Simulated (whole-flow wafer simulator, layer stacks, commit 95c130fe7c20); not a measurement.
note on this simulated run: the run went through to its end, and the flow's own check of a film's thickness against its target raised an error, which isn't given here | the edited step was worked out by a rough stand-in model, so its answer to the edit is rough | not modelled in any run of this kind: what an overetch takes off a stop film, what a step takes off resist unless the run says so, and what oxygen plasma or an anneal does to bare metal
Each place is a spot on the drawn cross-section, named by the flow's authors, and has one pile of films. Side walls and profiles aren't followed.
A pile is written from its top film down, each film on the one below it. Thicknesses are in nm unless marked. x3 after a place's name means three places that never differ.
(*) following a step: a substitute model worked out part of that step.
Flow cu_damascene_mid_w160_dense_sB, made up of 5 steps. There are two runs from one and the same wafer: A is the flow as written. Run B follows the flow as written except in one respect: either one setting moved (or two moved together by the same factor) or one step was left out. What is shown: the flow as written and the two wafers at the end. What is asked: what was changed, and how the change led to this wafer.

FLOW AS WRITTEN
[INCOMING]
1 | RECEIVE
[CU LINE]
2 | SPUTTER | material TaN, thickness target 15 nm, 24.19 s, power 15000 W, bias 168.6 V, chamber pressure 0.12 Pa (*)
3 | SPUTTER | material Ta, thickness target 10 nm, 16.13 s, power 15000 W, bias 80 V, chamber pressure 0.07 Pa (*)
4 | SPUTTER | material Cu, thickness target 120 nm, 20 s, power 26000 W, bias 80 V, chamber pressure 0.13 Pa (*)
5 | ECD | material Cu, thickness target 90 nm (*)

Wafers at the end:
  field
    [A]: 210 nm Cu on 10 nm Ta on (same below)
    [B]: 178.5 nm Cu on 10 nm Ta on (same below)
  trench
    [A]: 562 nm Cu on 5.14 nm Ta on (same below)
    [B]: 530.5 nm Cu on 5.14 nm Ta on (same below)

The reason: step 5, ECD: thickness target 58.5 nm was run, whereas the flow has thickness target 90 nm.

How this came from the change, step by step:
  5 | ECD | material Cu, thickness target 90 nm (*)
      field: A +90 Cu | B +58.5 Cu
      trench: A +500 Cu | B +468.5 Cu
